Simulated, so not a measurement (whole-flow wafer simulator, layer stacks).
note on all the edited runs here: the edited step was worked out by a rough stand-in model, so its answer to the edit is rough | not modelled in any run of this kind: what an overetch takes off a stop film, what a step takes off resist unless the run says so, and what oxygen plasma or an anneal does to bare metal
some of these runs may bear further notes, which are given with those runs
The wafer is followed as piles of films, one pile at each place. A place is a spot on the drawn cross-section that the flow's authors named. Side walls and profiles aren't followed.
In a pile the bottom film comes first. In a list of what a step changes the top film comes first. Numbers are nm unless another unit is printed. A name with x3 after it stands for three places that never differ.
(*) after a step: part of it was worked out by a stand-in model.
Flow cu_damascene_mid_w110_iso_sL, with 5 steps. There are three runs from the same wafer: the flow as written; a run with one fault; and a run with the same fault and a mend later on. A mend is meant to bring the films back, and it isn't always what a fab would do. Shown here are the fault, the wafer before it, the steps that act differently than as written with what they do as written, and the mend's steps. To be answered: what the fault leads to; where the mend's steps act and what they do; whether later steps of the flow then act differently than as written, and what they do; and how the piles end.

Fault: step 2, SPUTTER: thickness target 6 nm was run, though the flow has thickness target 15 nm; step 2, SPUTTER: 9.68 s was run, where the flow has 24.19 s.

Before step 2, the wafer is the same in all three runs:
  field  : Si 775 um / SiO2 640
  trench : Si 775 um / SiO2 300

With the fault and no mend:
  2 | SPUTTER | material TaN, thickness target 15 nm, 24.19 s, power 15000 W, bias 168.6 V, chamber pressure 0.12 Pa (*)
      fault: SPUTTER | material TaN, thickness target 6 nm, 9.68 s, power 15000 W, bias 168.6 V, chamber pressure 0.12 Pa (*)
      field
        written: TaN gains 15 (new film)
        fault: TaN gains 6 (new film)
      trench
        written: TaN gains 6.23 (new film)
        fault: TaN gains 2.49 (new film)
  Steps later in the flow that act otherwise than as written (2 more steps, not shown, differ only slightly: by at most 2% or 0.5 nm, whichever is larger):
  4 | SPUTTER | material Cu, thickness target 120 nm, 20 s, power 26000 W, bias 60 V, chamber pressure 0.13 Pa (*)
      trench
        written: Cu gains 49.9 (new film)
        fault: Cu gains 51.4 (new film)
  At field, trench, the piles at the end differ from the flow's by more than 2% or 0.5 nm, whichever is larger.
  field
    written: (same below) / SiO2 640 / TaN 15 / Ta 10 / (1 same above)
    fault: (same below) / SiO2 640 / TaN 6 / Ta 10 / (1 same above)
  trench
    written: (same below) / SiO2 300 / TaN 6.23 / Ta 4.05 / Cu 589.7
    fault: (same below) / SiO2 300 / TaN 2.49 / Ta 4.16 / Cu 584.3

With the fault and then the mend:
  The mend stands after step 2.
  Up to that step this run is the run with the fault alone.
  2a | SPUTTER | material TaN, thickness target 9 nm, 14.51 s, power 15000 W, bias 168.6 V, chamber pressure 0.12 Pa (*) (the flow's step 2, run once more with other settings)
      field
        TaN gains 9
      trench
        TaN gains 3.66
  Every later step of the flow that is run acts as written, at every place that is followed, to within 2% or 0.5 nm, whichever is larger.
  At the end the piles are close to the flow's at the places that both follow, differing by at most 2% or 0.5 nm, whichever is larger.
